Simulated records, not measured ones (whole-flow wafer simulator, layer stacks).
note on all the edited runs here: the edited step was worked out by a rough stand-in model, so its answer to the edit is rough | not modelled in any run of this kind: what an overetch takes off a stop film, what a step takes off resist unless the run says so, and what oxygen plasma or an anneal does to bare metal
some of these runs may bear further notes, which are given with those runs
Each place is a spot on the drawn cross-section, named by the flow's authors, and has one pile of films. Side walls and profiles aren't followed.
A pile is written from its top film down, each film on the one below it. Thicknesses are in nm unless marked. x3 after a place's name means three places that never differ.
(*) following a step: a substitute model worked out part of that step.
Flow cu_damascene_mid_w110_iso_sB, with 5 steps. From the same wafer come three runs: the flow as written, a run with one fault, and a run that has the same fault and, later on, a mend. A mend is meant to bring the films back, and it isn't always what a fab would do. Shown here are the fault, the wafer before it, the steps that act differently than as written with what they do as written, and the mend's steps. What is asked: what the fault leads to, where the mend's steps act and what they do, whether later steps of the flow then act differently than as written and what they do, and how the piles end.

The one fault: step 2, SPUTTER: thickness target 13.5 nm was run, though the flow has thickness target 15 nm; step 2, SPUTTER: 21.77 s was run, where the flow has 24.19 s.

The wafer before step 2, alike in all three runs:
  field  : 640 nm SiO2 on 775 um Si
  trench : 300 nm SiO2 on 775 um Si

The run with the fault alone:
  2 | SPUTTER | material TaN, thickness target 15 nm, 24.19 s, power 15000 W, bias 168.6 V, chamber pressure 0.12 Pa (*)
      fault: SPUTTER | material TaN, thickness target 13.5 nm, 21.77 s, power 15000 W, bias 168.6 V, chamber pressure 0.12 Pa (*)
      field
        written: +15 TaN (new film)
        fault: +13.5 TaN (new film)
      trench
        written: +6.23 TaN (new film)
        fault: +5.61 TaN (new film)
  None of the later steps of the flow differs from how it acts as written, at any place that is followed, by more than 2% or 0.5 nm, whichever is larger.
  The piles end different from the flow's at field, trench by more than 2% or 0.5 nm, whichever is larger.
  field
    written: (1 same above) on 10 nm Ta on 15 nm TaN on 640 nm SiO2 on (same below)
    fault: (1 same above) on 10 nm Ta on 13.5 nm TaN on 640 nm SiO2 on (same below)
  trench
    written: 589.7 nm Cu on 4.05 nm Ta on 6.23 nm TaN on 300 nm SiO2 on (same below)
    fault: 588.8 nm Cu on 4.06 nm Ta on 5.61 nm TaN on 300 nm SiO2 on (same below)

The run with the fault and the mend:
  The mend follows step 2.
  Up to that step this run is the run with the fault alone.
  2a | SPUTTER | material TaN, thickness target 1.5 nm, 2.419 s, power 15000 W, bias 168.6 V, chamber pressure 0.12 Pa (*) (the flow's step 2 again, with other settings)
      field
        +1.5 TaN
      trench
        +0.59 TaN
  None of the later steps of the flow acts differently than as written at any place that is followed.
  When the end is reached, the piles differ only a little from the flow's at the places that both follow, at most by 2% or 0.5 nm, whichever is larger.
